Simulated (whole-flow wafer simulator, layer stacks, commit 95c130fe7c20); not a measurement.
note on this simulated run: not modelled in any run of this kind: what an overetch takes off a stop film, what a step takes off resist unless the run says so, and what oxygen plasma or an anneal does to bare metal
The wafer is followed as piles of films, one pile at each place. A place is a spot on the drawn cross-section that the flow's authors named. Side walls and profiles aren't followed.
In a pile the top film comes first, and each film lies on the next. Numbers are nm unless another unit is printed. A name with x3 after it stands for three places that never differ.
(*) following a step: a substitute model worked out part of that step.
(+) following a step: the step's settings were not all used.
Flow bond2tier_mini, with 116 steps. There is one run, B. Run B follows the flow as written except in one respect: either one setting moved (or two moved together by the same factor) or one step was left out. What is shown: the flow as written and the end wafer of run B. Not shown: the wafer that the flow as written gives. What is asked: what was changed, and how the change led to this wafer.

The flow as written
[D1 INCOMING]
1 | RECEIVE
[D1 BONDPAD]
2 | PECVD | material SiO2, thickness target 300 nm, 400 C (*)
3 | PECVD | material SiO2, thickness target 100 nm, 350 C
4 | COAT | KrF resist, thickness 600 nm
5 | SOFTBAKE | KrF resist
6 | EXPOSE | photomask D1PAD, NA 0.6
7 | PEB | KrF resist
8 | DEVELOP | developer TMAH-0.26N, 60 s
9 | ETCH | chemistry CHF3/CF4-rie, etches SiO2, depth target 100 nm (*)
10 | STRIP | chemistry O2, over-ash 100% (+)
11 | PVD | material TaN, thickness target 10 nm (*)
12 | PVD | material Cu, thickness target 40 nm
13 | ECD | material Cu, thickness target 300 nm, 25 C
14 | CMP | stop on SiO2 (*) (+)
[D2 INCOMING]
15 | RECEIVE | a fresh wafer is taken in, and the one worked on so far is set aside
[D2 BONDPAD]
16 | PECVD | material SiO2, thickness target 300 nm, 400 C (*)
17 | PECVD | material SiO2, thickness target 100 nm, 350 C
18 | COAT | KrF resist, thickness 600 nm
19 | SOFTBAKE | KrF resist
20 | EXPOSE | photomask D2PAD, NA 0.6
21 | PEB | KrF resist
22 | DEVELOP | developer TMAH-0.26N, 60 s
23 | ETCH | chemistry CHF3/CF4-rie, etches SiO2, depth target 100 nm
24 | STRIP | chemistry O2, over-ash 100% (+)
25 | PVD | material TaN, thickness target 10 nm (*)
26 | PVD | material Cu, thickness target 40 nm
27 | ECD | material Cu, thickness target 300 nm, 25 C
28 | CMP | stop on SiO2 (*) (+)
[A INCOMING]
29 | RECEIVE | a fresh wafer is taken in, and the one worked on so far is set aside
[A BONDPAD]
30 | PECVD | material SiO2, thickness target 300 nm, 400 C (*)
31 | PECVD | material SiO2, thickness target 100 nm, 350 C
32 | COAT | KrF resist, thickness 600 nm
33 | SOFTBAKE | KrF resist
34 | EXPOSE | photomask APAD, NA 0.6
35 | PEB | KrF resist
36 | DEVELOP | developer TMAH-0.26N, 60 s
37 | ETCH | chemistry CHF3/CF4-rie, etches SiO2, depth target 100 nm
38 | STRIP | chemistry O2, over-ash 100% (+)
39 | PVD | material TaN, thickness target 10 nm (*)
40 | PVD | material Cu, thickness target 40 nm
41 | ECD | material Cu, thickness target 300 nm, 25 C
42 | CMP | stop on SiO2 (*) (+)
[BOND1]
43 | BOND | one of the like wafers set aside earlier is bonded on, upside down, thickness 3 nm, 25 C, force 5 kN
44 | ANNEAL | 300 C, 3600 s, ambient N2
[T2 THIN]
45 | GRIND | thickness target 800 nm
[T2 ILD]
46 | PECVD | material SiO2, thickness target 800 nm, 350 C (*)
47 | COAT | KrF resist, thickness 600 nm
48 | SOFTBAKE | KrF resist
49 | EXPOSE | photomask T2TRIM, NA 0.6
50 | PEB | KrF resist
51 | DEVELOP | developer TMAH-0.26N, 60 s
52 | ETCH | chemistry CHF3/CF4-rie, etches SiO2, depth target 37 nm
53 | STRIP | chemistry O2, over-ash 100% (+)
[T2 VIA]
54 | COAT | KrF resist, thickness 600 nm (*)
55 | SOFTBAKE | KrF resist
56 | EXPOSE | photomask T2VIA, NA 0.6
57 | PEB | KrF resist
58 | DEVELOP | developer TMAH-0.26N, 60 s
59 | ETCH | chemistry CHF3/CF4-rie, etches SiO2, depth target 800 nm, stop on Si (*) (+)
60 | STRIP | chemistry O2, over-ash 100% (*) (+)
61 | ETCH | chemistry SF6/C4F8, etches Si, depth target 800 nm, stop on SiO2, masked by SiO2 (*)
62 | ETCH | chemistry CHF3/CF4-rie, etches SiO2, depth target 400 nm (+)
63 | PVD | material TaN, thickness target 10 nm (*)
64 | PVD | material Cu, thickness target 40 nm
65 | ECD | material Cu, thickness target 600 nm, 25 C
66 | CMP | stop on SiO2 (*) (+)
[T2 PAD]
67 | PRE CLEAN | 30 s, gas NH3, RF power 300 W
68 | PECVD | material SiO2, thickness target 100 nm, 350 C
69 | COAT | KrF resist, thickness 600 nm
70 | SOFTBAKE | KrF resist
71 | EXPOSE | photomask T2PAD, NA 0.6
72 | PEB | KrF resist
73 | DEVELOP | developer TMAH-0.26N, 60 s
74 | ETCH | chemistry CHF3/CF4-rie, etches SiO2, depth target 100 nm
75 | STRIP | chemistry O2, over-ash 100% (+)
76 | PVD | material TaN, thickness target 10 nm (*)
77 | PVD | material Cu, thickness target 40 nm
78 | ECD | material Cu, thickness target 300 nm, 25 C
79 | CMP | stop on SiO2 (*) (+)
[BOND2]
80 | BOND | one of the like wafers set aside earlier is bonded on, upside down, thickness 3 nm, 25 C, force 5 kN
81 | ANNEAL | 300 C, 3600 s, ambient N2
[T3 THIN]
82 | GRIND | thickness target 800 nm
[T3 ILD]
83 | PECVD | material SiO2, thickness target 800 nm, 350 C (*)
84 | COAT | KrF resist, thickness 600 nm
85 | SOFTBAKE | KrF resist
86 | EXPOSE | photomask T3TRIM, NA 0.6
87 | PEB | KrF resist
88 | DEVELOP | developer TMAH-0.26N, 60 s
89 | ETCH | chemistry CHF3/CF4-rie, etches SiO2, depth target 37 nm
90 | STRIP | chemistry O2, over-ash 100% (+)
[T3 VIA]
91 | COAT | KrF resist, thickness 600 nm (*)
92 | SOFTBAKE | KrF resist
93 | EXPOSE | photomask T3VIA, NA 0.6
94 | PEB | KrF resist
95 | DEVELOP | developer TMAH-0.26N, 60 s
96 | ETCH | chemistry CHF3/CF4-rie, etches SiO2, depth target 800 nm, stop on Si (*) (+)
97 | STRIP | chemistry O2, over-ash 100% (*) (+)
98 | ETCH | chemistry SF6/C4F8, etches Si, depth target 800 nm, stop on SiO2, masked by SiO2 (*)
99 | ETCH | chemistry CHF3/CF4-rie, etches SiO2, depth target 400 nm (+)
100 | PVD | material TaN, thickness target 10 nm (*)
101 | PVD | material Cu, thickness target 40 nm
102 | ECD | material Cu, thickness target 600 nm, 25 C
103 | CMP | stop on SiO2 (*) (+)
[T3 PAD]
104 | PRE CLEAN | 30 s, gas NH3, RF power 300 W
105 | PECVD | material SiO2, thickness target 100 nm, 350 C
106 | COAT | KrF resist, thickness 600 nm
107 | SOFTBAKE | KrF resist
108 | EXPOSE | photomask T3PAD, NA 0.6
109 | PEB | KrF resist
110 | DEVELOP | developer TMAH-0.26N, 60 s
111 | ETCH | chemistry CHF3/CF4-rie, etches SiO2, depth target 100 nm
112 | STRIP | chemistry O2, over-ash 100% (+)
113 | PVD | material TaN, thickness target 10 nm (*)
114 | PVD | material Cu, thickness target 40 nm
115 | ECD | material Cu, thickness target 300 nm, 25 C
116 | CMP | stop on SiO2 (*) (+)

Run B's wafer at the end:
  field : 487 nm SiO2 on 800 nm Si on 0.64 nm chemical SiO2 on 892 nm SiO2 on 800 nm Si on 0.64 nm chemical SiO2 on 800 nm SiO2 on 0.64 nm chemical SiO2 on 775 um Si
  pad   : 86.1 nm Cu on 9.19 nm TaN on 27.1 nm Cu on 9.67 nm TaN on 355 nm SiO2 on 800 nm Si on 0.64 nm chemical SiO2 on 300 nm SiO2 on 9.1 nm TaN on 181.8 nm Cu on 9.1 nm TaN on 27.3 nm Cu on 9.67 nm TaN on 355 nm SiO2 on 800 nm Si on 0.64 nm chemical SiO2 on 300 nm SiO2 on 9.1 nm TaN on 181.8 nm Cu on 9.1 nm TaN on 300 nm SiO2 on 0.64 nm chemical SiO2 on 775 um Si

Cause: step 105, PECVD: thickness target 95 nm was run, though the flow has thickness target 100 nm.

The path from the change to this, step by step:
  105 | PECVD | material SiO2, thickness target 100 nm, 350 C
      field: +95 SiO2 (in the flow as written it would be: +100 SiO2)
      pad: +95 SiO2 (new film) (in the flow as written it would be: +100 SiO2 (new film))
  111 | ETCH | chemistry CHF3/CF4-rie, etches SiO2, depth target 100 nm
      pad: -95 SiO2 (all of it), -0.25 Cu (in the flow as written it would be: -100 SiO2 (all of it))
